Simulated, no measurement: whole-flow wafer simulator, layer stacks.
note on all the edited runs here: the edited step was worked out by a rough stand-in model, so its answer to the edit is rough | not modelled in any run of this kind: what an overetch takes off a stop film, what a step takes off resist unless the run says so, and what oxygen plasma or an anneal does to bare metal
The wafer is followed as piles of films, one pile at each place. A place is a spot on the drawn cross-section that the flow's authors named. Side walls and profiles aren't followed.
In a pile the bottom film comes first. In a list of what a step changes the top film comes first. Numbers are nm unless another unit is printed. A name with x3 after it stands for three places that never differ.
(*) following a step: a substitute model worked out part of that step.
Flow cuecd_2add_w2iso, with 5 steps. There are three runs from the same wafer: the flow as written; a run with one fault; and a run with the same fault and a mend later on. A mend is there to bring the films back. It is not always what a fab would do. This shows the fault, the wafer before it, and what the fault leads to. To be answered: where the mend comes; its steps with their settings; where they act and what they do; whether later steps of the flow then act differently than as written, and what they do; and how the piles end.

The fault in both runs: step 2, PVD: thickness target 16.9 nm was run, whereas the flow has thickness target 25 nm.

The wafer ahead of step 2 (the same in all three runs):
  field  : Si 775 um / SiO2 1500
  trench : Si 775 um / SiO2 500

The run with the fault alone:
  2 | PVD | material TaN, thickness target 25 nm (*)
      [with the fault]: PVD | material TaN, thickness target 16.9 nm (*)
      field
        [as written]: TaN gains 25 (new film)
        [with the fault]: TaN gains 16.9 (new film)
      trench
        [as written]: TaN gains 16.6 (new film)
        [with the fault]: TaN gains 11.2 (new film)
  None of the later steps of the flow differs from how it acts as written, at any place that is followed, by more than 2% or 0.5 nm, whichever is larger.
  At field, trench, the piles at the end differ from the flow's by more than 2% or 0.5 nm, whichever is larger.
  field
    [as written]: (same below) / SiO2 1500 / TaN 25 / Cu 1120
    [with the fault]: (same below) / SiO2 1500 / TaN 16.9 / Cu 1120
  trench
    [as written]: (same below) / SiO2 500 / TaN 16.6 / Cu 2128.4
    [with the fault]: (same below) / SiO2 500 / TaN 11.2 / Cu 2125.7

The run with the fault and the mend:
  The mend stands after step 2.
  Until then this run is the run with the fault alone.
  2a | PVD | material TaN, thickness target 8.1 nm (*) (the flow's step 2 again, with other settings)
      field
        TaN gains 8.1
      trench
        TaN gains 5.35
  None of the later steps of the flow acts differently than as written at any place that is followed.
  The piles end the same as the flow's at every place that both follow.
